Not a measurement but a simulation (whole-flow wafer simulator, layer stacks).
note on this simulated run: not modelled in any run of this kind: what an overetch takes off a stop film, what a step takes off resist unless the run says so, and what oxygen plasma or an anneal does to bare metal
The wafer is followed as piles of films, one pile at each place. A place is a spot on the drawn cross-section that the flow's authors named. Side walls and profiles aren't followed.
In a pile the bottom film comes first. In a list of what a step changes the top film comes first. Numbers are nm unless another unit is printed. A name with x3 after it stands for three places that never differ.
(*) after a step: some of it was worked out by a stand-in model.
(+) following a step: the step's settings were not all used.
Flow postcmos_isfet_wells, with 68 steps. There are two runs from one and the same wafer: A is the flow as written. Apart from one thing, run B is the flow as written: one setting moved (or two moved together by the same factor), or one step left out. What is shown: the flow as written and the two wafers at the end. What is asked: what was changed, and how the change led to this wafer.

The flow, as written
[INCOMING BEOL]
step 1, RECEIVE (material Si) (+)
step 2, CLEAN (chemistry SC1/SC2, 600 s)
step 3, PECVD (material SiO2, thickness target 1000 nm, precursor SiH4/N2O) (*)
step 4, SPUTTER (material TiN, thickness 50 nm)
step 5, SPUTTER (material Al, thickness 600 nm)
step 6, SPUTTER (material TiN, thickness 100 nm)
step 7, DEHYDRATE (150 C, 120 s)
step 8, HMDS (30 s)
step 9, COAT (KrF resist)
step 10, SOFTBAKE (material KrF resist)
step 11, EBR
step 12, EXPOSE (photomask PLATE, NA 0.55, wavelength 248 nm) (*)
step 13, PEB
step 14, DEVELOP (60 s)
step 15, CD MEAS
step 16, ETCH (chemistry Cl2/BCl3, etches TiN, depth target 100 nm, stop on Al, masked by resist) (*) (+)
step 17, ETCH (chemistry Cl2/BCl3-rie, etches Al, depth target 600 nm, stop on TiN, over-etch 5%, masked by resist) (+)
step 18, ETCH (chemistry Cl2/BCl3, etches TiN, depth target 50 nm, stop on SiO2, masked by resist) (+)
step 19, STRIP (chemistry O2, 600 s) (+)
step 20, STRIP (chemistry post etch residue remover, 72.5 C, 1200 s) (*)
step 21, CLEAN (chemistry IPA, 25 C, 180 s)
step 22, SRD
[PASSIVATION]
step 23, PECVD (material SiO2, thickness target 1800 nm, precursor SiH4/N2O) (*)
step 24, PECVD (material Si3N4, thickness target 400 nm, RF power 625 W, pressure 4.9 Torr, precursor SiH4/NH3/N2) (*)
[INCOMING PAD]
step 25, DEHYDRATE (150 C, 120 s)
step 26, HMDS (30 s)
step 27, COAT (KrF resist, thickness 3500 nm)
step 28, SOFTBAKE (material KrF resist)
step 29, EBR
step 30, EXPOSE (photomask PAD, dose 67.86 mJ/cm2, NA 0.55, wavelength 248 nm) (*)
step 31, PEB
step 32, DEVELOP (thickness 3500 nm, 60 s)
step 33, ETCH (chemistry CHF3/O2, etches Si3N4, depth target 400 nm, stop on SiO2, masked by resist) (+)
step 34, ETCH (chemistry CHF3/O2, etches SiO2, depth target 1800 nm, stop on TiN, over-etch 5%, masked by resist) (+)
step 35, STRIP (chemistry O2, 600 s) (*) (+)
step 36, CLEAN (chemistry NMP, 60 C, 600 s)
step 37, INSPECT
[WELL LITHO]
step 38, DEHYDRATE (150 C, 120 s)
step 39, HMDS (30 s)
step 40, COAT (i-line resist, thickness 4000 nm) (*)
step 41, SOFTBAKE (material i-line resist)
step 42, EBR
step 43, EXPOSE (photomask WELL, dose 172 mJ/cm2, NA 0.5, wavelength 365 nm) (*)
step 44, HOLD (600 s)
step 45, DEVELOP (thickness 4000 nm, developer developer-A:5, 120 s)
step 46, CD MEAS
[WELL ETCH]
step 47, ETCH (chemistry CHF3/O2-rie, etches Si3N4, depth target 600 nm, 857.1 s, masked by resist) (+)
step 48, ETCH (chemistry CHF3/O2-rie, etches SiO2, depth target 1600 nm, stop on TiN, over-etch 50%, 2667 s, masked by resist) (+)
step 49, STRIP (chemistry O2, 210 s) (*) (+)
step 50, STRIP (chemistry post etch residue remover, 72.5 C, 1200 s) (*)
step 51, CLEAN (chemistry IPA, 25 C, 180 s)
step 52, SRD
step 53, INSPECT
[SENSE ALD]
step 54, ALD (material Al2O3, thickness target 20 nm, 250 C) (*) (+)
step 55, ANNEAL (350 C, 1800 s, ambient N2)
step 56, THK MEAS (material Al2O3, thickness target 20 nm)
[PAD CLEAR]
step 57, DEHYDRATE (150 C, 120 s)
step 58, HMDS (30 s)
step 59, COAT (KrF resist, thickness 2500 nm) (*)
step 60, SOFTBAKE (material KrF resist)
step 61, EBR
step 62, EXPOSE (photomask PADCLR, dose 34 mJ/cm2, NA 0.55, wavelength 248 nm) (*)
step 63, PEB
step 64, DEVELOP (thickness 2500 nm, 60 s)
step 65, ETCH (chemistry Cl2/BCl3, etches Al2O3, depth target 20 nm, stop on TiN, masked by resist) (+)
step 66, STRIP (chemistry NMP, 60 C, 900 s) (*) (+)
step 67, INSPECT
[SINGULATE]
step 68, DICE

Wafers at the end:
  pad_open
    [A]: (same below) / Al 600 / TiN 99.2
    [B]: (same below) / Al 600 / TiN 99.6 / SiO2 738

What caused this: step 34, ETCH: depth target 1062 nm was run, while the flow as written has depth target 1800 nm.

The path from the change to this, step by step:
  step 34, ETCH (chemistry CHF3/O2, etches SiO2, depth target 1800 nm, stop on TiN, over-etch 5%, masked by resist) (+)
      pad_open: A SiO2 loses 1800 (all of it) | B SiO2 loses 1062
      field, margin, well900, well1300 x3, pad_rim, pad_clr: A KrF resist loses 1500 | B KrF resist loses 885
  step 35, STRIP (chemistry O2, 600 s) (*) (+)
      field, margin, well900, well1300 x3, pad_rim, pad_clr: A KrF resist loses 1613.3 (all of it) | B KrF resist loses 2228.3 (all of it)
  step 40, COAT (i-line resist, thickness 4000 nm) (*)
      pad_clr: A i-line resist gains 3256.8 (new film) | B i-line resist gains 3492.1 (new film)
      pad_open: A i-line resist gains 4804.7 (new film) | B i-line resist gains 4538.4 (new film)
  step 41, SOFTBAKE (material i-line resist)
      pad_clr: A i-line resist loses 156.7 | B i-line resist loses 87.9
      pad_open: A i-line resist gains 115.3 | B i-line resist gains 80.5
  step 49, STRIP (chemistry O2, 210 s) (*) (+)
      pad_clr: A i-line resist loses 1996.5 (all of it) | B i-line resist loses 2300.5 (all of it)
      pad_open: A i-line resist loses 3816.3 (all of it) | B i-line resist loses 3515.3 (all of it)
  step 59, COAT (KrF resist, thickness 2500 nm) (*)
      pad_rim: A KrF resist gains 1976.4 (new film) | B KrF resist gains 2147.9 (new film)
      pad_clr: A KrF resist gains 1691.6 (new film) | B KrF resist gains 1946.4 (new film)
      (also at 1 further place)
  step 60, SOFTBAKE (material KrF resist)
      pad_clr: A KrF resist loses 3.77 | B KrF resist loses 2.88
  step 63, PEB
      pad_rim: A KrF resist loses 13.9 | B KrF resist loses 15.1
      pad_clr: A KrF resist loses 11.8 | B KrF resist loses 13.7
      (also at 1 further place)
  step 64, DEVELOP (thickness 2500 nm, 60 s)
      pad_clr: A KrF resist loses 1676 (all of it) | B KrF resist loses 1929.9 (all of it)
      pad_open: A KrF resist loses 3045.1 (all of it) | B KrF resist loses 2857.3 (all of it)
  step 66, STRIP (chemistry NMP, 60 C, 900 s) (*) (+)
      pad_rim: A KrF resist loses 1923.7 (all of it) | B KrF resist loses 2093.7 (all of it)
